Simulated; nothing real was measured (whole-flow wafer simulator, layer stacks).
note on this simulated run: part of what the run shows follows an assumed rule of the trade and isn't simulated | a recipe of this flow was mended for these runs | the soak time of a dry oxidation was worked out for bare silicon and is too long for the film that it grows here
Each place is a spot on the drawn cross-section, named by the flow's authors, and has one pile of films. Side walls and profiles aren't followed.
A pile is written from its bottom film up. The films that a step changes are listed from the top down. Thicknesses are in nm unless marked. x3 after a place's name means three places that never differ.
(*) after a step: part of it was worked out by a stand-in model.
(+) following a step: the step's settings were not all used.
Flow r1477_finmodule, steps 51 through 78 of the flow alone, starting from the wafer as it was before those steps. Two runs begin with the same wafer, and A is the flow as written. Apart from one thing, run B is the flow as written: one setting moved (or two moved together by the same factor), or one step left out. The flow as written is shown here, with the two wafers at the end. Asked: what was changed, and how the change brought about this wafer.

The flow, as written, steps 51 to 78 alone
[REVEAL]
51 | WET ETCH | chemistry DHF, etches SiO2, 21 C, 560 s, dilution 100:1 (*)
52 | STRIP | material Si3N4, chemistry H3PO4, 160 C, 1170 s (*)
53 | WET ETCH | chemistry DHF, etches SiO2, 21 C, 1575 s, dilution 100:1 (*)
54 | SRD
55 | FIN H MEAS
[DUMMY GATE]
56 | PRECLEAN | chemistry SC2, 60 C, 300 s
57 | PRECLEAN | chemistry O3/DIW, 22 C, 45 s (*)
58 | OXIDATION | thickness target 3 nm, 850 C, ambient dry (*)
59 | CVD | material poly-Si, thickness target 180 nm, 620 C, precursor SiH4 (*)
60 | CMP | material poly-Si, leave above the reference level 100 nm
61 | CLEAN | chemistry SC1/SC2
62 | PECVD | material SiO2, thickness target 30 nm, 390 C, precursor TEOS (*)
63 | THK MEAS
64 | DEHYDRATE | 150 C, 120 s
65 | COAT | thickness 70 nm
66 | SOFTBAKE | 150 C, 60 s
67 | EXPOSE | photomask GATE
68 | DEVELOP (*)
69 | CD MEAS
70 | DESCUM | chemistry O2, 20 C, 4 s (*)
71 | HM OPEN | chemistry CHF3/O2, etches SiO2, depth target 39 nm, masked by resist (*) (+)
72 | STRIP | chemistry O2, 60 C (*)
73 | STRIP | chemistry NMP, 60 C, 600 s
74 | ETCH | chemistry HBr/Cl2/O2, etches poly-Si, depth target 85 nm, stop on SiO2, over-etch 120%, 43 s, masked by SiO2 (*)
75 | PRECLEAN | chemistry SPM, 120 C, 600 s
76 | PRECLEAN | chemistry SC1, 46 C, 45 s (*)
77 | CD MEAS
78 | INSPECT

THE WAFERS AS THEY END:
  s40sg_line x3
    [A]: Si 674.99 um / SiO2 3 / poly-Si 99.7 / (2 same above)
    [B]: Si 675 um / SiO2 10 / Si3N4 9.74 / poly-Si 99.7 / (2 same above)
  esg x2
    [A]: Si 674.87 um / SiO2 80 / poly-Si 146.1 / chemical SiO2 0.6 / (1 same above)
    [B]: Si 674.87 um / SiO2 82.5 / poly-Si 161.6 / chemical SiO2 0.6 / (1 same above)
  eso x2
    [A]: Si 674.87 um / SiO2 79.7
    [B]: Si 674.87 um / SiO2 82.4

What caused this: step 52, STRIP: 468 s was run, while the flow as written has 1170 s.

Step by step, how the change led to this:
  52 | STRIP | material Si3N4, chemistry H3PO4, 160 C, 1170 s (*)
      s40sg_line x3, s40so_line x3: A Si3N4 loses 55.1 (all of it), SiO2 loses 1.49 | B Si3N4 loses 41
      pad, padg, esg x2 and 18 more: A SiO2 loses 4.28 | B SiO2 loses 1.71
      (also at 8 further places)
  53 | WET ETCH | chemistry DHF, etches SiO2, 21 C, 1575 s, dilution 100:1 (*)
      s40sg_line x3, s40so_line x3: A SiO2 loses 8.51 (all of it) | B Si3N4 loses 4.28
      elg x4, elo x4: A SiO2 loses 7.85 (all of it) | B SiO2 loses 9.78 (all of it)
  57 | PRECLEAN | chemistry O3/DIW, 22 C, 45 s (*)
      s40sg_line x3, s40so_line x3: A chemical SiO2 gains 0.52, Si loses 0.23 | B nothing
  58 | OXIDATION | thickness target 3 nm, 850 C, ambient dry (*)
      s40sg_line x3, s40so_line x3: A SiO2 gains 3 (new film), chemical SiO2 loses 0.85 (all of it), Si loses 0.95 | B nothing
  59 | CVD | material poly-Si, thickness target 180 nm, 620 C, precursor SiH4 (*)
      s40cg x3, s40sg x3, s40co x3, s40so x3: A poly-Si gains 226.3 (new film) | B poly-Si gains 241.8 (new film)
  60 | CMP | material poly-Si, leave above the reference level 100 nm
      elg x4, esg x2, e100sg, elo x4, eso x2, e100so: A poly-Si loses 80 | B poly-Si loses 61.9
      pad, padg: A poly-Si loses 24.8 | B poly-Si loses 9.26
      (also at 2 further places)
  74 | ETCH | chemistry HBr/Cl2/O2, etches poly-Si, depth target 85 nm, stop on SiO2, over-etch 120%, 43 s, masked by SiO2 (*)
      s40so_line x3: A chemical SiO2 loses 1.12 (all of it), poly-Si loses 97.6 (all of it), SiO2 loses 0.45 | B chemical SiO2 loses 1.12 (all of it), poly-Si loses 97.6 (all of it), Si3N4 loses 9.74 (all of it), SiO2 loses 0.51
      eso x2, e100so, e200so, s40co x3, s40so x3: A chemical SiO2 loses 1.12 (all of it), poly-Si loses 143.9 (all of it), SiO2 loses 0.22 | B chemical SiO2 loses 1.12 (all of it), poly-Si loses 159.4 (all of it), SiO2 loses 0.14
      (also at 5 further places)
